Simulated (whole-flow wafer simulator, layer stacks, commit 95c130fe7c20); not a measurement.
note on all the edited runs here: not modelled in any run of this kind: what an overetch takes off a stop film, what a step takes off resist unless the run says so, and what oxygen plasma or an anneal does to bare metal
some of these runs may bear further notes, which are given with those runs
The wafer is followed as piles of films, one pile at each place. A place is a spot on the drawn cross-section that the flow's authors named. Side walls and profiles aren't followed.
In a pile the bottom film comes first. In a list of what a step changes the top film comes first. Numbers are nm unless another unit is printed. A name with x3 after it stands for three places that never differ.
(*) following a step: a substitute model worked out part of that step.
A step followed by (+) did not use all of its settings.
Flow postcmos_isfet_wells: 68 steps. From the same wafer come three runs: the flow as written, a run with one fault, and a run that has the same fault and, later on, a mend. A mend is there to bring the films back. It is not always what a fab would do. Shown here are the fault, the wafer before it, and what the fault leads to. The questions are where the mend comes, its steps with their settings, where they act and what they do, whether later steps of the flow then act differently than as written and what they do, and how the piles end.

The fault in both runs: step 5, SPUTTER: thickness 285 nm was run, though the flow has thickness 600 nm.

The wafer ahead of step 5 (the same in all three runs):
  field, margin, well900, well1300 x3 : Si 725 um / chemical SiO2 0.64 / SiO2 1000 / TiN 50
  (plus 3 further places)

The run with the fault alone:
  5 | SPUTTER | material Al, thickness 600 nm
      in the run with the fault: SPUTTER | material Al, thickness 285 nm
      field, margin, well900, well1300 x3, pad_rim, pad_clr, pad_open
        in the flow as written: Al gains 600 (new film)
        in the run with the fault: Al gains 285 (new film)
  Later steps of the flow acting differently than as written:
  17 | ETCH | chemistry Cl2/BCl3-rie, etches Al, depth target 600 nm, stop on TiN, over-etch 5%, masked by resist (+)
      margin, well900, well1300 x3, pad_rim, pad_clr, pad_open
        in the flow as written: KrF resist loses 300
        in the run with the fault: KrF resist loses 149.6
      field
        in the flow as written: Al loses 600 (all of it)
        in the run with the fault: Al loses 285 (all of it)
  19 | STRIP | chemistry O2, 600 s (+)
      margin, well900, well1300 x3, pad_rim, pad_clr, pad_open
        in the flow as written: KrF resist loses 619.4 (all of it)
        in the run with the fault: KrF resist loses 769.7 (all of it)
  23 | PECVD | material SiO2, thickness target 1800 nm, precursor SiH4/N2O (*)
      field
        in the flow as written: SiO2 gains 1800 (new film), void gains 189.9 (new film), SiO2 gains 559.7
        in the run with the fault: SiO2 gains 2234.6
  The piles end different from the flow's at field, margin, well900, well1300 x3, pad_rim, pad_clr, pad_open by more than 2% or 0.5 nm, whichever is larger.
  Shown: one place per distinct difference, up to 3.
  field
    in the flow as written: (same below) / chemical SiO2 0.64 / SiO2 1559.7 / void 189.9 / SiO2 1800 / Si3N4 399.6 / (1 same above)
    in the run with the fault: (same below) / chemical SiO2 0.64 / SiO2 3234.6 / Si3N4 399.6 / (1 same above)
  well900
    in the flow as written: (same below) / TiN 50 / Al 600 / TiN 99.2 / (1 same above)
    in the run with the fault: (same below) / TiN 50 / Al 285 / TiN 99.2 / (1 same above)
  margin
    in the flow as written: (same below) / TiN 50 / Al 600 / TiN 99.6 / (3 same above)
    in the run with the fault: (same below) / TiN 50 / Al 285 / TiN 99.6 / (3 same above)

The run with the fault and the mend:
  After step 5 comes the mend.
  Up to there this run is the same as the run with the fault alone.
  5a | SPUTTER | material Al, thickness 315 nm (the flow's step 5, run once more with other settings)
      field, margin, well900, well1300 x3, pad_rim, pad_clr, pad_open
        Al gains 315
  Later steps of the flow that are run all act as written at every place that is followed.
  At every place that both follow, the piles at the end match the flow's.
